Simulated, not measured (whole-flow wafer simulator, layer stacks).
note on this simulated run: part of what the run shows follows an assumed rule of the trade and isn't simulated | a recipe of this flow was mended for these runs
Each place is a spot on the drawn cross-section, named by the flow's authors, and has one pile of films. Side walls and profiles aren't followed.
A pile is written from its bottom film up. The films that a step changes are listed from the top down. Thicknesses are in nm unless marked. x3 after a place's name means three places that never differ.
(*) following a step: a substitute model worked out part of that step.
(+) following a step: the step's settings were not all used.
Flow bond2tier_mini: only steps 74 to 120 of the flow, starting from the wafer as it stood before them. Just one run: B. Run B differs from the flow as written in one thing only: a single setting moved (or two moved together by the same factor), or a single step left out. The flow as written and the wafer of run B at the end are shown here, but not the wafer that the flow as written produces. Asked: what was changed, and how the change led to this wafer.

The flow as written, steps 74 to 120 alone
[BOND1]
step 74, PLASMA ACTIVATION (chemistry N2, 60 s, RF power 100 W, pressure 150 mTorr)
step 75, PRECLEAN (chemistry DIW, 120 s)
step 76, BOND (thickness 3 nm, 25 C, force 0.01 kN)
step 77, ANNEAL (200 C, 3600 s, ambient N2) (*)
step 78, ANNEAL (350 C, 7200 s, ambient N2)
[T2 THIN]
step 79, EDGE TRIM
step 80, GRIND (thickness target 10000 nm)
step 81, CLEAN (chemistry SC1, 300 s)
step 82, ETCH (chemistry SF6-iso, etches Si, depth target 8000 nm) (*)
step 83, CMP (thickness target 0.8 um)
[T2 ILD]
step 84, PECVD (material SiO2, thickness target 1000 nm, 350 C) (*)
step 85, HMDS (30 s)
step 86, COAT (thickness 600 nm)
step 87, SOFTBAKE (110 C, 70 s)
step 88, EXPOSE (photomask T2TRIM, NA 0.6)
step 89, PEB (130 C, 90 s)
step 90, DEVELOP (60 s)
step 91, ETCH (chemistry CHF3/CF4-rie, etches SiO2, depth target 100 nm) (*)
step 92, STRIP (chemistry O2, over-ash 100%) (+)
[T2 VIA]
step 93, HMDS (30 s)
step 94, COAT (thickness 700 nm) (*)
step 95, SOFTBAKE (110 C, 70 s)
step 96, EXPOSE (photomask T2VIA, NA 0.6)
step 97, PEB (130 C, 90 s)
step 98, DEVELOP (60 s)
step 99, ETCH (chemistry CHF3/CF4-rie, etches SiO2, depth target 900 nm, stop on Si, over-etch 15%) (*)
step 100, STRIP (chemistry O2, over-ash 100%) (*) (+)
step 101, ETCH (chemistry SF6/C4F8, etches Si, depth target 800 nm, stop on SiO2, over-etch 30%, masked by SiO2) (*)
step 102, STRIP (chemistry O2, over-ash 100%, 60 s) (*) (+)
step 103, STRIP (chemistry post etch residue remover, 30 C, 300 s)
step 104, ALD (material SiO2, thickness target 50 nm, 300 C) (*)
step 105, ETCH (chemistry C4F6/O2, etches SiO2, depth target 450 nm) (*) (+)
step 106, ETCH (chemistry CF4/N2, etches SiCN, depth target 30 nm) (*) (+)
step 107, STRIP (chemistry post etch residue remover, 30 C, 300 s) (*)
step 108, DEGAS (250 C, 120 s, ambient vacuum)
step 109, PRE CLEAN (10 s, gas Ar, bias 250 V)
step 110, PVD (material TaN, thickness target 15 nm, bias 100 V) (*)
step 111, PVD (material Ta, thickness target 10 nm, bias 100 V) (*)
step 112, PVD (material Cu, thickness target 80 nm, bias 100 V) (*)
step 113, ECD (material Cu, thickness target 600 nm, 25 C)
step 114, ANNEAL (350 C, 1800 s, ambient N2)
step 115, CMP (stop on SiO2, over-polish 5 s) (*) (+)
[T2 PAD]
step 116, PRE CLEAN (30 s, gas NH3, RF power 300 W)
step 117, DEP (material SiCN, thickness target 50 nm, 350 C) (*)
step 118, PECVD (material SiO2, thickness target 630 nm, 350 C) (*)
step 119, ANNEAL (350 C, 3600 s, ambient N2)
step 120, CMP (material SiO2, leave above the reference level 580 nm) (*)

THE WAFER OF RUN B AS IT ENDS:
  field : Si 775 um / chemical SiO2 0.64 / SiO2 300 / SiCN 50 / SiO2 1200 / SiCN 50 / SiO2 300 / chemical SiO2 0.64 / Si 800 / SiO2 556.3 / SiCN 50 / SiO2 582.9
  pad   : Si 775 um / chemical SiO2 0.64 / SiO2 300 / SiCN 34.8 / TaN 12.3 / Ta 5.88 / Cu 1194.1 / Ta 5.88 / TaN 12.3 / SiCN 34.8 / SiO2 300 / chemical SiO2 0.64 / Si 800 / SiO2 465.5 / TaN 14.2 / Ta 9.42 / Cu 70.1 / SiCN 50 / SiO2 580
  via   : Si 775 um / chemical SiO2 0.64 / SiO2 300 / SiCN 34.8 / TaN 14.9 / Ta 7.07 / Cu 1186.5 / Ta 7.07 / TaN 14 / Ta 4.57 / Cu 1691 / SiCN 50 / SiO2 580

Cause: step 109, PRE CLEAN: 14 s was run, though the flow has 10 s.

The path from the change to this, step by step:
  step 109, PRE CLEAN (10 s, gas Ar, bias 250 V)
      field, pad: SiO2 loses 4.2 (it would be, as written: SiO2 loses 3)
      via: TaN loses 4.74 (it would be, as written: TaN loses 3.19)
